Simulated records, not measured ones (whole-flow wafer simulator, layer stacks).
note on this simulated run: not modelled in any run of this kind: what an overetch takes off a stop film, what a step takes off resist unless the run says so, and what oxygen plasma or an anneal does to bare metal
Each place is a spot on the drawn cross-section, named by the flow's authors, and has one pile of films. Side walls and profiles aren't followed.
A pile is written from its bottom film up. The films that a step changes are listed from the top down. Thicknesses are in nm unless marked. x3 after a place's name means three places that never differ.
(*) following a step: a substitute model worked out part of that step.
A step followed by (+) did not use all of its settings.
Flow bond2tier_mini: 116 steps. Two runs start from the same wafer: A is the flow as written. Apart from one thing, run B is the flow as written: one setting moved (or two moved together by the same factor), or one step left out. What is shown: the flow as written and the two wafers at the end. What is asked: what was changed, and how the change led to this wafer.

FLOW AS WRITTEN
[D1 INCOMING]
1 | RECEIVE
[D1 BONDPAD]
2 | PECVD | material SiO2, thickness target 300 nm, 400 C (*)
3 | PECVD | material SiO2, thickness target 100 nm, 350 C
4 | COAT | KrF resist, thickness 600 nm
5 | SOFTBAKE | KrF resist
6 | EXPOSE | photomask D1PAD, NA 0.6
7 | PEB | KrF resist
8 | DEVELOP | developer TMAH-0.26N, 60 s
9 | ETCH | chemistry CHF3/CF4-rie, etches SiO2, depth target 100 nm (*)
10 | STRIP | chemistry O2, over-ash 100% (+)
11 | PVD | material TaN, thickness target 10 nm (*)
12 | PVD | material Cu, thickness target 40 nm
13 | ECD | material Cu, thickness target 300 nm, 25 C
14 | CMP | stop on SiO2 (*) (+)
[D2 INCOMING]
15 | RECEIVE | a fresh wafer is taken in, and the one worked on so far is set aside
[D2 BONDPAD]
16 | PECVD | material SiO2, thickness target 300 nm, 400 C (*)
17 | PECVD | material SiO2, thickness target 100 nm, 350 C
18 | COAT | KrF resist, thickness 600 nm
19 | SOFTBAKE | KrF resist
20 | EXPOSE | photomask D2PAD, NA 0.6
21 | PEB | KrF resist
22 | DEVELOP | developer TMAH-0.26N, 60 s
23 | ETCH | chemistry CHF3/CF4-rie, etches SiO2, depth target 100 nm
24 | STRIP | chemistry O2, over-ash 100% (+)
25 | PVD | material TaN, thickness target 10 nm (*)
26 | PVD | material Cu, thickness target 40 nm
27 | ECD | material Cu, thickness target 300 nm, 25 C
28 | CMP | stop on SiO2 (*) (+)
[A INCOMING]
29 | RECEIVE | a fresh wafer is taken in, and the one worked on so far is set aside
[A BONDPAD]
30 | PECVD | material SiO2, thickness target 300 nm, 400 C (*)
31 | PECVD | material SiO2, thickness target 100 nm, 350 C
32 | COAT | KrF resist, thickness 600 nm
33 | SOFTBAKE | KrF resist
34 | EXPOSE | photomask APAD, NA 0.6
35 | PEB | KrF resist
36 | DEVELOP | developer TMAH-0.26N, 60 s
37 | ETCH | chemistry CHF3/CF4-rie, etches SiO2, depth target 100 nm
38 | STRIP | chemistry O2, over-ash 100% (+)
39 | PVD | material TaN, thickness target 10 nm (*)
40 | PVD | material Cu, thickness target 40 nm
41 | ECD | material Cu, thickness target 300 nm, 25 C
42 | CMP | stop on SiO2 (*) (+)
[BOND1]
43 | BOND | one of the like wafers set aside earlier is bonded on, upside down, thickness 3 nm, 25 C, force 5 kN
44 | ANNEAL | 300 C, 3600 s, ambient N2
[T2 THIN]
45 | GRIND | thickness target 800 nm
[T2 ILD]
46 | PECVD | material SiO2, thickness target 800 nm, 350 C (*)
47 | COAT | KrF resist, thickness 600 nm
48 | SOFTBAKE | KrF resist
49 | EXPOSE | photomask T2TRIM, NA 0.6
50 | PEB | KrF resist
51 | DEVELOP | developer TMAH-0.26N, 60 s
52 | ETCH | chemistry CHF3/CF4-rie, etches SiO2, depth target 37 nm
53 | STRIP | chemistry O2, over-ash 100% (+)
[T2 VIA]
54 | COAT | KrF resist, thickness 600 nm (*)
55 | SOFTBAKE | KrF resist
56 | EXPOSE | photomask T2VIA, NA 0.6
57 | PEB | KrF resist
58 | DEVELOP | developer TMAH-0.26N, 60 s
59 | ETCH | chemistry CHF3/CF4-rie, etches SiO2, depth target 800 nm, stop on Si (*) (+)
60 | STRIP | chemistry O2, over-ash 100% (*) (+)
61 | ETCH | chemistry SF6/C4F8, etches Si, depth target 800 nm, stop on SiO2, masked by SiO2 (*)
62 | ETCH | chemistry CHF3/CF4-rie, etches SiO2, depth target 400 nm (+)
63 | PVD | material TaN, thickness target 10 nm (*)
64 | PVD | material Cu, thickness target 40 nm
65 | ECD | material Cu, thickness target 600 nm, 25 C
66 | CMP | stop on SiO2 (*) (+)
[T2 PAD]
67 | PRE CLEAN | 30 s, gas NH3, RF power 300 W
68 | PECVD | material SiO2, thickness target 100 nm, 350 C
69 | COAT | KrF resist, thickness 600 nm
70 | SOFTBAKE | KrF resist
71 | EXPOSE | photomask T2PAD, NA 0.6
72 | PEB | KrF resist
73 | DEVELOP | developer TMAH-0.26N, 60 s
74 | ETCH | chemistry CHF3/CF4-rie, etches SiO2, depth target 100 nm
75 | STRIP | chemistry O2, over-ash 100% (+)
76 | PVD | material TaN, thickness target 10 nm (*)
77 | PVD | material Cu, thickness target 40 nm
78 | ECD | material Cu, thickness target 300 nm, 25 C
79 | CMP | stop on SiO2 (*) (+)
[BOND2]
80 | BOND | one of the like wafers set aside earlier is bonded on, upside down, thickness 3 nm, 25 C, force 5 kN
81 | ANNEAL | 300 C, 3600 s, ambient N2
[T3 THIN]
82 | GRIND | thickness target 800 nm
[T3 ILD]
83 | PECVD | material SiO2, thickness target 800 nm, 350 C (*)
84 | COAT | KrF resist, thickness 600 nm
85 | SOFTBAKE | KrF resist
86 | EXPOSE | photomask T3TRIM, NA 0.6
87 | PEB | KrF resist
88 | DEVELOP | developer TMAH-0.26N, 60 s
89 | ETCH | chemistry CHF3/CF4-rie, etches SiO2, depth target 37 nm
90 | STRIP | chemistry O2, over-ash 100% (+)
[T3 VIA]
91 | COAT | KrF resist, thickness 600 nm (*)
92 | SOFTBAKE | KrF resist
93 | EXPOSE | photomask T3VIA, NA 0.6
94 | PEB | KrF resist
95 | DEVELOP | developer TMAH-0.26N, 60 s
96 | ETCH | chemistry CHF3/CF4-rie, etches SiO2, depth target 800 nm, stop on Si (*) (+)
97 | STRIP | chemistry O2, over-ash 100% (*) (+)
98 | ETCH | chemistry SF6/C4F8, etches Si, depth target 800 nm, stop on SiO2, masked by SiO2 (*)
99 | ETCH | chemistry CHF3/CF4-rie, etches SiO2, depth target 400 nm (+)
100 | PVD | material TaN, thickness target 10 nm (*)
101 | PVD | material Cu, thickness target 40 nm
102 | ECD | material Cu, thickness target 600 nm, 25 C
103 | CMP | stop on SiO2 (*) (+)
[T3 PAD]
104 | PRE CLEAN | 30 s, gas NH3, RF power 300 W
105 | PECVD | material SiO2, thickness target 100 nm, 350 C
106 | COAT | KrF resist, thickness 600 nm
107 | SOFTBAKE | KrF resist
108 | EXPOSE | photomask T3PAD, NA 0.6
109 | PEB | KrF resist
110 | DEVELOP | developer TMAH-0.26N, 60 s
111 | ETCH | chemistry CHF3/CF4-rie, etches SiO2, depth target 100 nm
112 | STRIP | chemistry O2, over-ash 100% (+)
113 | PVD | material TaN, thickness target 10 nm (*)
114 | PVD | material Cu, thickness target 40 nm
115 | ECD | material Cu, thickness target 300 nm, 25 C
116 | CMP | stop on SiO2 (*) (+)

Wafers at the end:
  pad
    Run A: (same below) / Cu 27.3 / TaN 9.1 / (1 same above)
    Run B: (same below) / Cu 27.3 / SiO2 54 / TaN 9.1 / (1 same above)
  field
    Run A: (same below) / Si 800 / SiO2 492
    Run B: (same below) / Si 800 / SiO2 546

What caused this: step 105, PECVD: thickness target 154 nm was run, while the flow as written has thickness target 100 nm.

How this came from the change, step by step:
  105 | PECVD | material SiO2, thickness target 100 nm, 350 C
      field: A +100 SiO2 | B +154 SiO2
      pad: A +100 SiO2 (new film) | B +154 SiO2 (new film)
  111 | ETCH | chemistry CHF3/CF4-rie, etches SiO2, depth target 100 nm
      pad: A -100 SiO2 (all of it) | B -100 SiO2
If metal films that touch count as one body, pad has 4 bodies (between them, from the top down: SiO2 54; SiO2 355 / Si 800 / chemical SiO2 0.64 / SiO2 300; SiO2 355 / Si 800 / chemical SiO2 0.64 / SiO2 300); the flow as written gives 3 bodies (between them, from the top down: SiO2 355 / Si 800 / chemical SiO2 0.64 / SiO2 300; SiO2 355 / Si 800 / chemical SiO2 0.64 / SiO2 300).
